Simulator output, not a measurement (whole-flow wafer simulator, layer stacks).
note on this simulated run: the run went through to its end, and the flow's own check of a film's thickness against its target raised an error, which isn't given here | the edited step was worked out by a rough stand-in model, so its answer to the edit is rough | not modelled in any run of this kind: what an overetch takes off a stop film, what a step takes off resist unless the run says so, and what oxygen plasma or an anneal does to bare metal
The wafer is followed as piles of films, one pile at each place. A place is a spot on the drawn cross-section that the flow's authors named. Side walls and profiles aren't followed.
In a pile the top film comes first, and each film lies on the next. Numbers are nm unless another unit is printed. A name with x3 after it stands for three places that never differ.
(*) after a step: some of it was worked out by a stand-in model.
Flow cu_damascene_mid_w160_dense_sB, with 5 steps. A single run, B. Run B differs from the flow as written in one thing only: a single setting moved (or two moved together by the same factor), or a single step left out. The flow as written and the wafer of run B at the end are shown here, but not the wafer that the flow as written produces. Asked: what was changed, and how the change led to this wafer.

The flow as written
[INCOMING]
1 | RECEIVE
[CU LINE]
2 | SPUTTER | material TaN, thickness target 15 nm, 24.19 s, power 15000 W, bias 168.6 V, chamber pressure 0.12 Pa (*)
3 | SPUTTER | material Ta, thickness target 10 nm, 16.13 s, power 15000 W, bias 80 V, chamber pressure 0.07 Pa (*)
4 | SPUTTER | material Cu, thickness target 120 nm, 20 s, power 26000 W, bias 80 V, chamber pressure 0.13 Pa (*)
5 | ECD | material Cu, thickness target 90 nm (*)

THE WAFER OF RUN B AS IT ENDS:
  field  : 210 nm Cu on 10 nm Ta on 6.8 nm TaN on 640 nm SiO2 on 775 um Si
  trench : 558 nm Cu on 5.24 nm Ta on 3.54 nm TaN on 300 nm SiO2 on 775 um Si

The reason: step 2, SPUTTER: thickness target 6.8 nm was run, while the flow as written has thickness target 15 nm; step 2, SPUTTER: 10.89 s was run, where the flow has 24.19 s.
The wafer itself shows it: field has TaN 6.8, and step 2 as written asks for 15 nm.

How this came from the change, step by step:
  2 | SPUTTER | material TaN, thickness target 15 nm, 24.19 s, power 15000 W, bias 168.6 V, chamber pressure 0.12 Pa (*)
      field: +6.8 TaN (new film) (it would be, as written: +15 TaN (new film))
      trench: +3.54 TaN (new film) (it would be, as written: +7.82 TaN (new film))
